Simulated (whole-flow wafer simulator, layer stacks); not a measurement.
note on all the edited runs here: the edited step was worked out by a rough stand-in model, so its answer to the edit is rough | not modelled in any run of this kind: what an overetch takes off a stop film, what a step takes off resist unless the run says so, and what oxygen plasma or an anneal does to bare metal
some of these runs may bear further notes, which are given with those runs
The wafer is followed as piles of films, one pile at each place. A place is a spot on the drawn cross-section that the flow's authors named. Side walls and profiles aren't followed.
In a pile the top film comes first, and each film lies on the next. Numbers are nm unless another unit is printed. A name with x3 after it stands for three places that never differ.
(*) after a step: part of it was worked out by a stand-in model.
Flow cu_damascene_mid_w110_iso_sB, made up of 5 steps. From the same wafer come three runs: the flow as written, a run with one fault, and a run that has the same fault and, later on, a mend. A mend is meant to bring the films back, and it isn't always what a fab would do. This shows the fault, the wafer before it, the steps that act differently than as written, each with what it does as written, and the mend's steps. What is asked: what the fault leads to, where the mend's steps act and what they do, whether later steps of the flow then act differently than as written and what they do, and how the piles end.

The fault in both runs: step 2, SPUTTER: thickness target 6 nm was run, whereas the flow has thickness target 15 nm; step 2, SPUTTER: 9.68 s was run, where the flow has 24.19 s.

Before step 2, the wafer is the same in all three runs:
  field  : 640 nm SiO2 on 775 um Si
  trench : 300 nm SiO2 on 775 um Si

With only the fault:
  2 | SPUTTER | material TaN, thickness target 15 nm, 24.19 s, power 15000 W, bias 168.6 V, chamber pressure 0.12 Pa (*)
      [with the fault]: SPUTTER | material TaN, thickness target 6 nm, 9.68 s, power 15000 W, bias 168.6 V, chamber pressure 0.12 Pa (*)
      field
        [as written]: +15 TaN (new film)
        [with the fault]: +6 TaN (new film)
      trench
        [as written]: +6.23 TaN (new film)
        [with the fault]: +2.49 TaN (new film)
  Steps later in the flow that act otherwise than as written (2 more steps, not shown, differ only slightly: by at most 2% or 0.5 nm, whichever is larger):
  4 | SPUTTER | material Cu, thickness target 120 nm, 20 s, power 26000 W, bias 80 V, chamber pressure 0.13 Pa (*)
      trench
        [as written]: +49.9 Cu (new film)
        [with the fault]: +51.3 Cu (new film)
  The piles end different from the flow's at field, trench by more than 2% or 0.5 nm, whichever is larger.
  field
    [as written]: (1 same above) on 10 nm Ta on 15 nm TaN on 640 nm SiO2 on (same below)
    [with the fault]: (1 same above) on 10 nm Ta on 6 nm TaN on 640 nm SiO2 on (same below)
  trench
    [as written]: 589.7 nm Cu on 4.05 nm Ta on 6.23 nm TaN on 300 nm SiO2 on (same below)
    [with the fault]: 584.3 nm Cu on 4.16 nm Ta on 2.49 nm TaN on 300 nm SiO2 on (same below)

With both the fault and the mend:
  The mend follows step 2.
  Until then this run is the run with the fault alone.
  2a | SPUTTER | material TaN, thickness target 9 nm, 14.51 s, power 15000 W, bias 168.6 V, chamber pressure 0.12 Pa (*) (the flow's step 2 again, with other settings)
      field
        +9 TaN
      trench
        +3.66 TaN
  Later steps of the flow that are run all act as written at every place that is followed, up to a difference of at most 2% or 0.5 nm, whichever is larger.
  When the end is reached, the piles differ only a little from the flow's at the places that both follow, at most by 2% or 0.5 nm, whichever is larger.
